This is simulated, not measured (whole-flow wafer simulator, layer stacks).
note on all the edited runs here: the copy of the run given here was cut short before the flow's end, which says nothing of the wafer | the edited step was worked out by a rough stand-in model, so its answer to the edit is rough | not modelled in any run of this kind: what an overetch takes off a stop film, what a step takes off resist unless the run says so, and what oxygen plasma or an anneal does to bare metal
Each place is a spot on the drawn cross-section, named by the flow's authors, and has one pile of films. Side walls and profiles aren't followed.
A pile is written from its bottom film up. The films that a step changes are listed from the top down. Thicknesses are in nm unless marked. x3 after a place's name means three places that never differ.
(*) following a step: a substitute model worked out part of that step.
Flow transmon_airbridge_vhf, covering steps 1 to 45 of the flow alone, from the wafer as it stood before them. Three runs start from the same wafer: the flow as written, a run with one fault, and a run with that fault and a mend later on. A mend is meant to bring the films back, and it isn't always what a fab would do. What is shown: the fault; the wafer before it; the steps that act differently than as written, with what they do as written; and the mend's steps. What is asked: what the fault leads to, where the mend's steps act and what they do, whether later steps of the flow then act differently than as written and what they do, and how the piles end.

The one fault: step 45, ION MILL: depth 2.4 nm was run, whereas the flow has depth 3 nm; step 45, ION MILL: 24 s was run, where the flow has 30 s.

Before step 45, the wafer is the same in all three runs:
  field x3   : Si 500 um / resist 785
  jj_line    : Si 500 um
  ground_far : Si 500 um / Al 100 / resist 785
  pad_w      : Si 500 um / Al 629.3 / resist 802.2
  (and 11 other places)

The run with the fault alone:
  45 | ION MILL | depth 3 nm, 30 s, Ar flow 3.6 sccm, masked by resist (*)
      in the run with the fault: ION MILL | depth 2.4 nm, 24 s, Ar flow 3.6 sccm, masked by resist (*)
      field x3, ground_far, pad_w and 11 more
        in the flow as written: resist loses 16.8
        in the run with the fault: resist loses 13.4
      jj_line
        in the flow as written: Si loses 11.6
        in the run with the fault: Si loses 9.31
  Every later step of the flow that is run acts as written at every place that is followed.
  The piles end only slightly different from the flow's at the places that both follow, by no more than 2% or 0.5 nm, whichever is larger.

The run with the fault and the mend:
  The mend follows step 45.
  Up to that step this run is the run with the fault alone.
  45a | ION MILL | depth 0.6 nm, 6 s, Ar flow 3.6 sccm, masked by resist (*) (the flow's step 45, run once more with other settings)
      field x3, ground_far, pad_w and 11 more
        resist loses 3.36
      jj_line
        Si loses 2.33
  Every later step of the flow that is run acts as written at every place that is followed.
  By the end, the piles equal the flow's at every place that both follow.
